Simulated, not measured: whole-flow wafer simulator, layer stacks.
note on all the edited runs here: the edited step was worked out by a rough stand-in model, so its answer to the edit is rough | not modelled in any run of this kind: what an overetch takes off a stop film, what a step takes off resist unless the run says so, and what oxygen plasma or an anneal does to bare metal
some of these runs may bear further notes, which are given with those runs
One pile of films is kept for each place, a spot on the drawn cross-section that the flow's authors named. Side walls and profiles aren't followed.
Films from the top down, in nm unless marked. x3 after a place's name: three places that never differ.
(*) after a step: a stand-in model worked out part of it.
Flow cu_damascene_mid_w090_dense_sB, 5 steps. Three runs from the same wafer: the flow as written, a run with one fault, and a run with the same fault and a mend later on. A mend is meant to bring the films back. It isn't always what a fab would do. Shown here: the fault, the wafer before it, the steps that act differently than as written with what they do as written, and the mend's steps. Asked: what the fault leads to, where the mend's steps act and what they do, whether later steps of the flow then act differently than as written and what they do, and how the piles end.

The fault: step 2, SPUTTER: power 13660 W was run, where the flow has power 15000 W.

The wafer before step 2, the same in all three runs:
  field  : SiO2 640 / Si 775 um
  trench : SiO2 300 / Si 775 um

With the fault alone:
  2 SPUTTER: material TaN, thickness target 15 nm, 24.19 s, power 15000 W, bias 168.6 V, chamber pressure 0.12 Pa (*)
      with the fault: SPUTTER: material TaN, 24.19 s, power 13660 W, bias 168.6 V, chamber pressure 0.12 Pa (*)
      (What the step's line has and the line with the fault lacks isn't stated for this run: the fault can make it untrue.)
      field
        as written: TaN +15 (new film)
        with the fault: TaN +13.7 (new film)
  No later step of the flow acts differently than as written, at any place that is followed, by more than 2% or 0.5 nm, whichever is larger.
  At the end the piles differ from the flow's by more than 2% or 0.5 nm, whichever is larger, at field.
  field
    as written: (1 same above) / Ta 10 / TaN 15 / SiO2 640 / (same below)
    with the fault: (1 same above) / Ta 10 / TaN 13.7 / SiO2 640 / (same below)

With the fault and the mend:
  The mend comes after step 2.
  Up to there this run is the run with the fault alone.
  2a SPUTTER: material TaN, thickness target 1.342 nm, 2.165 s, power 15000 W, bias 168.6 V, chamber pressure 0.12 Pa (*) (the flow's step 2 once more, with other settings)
      field
        TaN +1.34
      trench
        TaN +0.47
  No later step of the flow acts differently than as written at any place that is followed.
  At the end the piles differ from the flow's only slightly at the places that both follow, by at most 2% or 0.5 nm, whichever is larger.
